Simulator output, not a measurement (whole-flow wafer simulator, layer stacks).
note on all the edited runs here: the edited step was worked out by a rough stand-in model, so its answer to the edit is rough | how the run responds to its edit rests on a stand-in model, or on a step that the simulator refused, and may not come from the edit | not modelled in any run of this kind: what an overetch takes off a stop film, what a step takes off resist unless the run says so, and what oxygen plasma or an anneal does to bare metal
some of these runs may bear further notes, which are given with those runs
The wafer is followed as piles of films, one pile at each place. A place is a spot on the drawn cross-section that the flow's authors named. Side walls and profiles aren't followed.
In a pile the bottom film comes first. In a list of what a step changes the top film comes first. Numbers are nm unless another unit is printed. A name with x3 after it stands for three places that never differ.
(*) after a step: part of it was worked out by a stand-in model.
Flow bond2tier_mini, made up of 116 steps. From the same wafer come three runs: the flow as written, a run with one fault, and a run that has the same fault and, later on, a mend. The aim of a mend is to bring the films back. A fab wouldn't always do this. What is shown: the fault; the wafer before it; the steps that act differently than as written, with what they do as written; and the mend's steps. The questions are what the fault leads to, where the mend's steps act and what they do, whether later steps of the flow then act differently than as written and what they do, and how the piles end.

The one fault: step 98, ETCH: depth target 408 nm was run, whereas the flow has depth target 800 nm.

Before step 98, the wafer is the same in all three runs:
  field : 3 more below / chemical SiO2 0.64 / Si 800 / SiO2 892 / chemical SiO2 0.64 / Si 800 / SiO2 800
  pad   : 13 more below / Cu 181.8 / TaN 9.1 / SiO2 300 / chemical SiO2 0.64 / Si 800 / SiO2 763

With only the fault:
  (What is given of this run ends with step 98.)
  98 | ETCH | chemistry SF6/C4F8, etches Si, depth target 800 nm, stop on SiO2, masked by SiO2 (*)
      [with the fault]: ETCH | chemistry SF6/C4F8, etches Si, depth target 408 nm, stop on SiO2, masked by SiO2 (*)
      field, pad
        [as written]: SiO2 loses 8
        [with the fault]: SiO2 loses 4.08
  Once step 98 is done, the piles differ only a little from the flow's at the places that both follow, at most by 2% or 0.5 nm, whichever is larger.

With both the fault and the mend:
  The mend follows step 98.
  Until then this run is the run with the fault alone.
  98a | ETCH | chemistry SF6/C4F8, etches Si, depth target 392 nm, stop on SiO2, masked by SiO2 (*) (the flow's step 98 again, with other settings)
      field, pad
        SiO2 loses 3.92
  None of the later steps of the flow acts differently than as written at any place that is followed.
  The piles end the same as the flow's at every place that both follow.
